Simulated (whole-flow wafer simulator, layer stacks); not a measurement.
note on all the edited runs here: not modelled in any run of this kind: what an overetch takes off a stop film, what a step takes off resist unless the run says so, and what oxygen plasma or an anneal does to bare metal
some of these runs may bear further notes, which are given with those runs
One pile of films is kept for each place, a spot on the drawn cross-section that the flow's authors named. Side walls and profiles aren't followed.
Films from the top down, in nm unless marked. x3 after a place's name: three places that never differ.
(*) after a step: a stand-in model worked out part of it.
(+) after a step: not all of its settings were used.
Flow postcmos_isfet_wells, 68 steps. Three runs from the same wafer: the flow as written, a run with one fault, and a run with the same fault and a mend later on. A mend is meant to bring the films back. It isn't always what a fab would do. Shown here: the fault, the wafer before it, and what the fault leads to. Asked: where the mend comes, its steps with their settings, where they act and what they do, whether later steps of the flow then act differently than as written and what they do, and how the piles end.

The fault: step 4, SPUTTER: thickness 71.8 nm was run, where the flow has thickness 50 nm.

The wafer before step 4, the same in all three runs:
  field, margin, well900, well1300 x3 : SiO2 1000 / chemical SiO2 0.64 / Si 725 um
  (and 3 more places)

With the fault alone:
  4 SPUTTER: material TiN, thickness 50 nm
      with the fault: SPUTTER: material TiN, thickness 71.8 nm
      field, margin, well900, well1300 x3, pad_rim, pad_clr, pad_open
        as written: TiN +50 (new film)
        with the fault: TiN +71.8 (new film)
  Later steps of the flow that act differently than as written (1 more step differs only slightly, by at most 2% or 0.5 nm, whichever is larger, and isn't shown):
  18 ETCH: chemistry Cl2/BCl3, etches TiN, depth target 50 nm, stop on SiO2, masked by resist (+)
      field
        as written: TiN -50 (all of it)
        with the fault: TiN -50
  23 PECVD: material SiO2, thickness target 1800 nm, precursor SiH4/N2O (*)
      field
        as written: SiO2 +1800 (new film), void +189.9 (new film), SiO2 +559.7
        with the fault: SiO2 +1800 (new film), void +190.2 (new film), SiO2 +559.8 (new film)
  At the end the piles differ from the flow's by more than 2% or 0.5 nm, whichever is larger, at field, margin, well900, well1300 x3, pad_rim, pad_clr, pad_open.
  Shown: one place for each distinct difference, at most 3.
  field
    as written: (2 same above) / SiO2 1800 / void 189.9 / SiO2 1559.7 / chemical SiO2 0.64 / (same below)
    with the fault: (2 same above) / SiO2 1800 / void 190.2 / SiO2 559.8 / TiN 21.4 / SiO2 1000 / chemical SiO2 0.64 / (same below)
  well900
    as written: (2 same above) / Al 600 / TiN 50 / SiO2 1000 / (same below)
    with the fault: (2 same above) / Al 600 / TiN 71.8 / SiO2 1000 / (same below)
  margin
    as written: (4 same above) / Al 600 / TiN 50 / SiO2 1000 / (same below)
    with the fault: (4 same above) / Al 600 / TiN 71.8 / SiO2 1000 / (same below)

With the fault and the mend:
  The mend comes after step 4.
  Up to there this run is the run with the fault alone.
  4a ETCH: chemistry peroxide tin strip, depth target 82.57 nm
      field, margin, well900, well1300 x3, pad_rim, pad_clr, pad_open
        TiN -71.8 (all of it)
  4b SPUTTER: material TiN, thickness 50 nm (the flow's step 4 once more)
      field, margin, well900, well1300 x3, pad_rim, pad_clr, pad_open
        TiN +50 (new film)
  No later step of the flow acts differently than as written at any place that is followed.
  At the end the piles are the same as the flow's at every place that both follow.
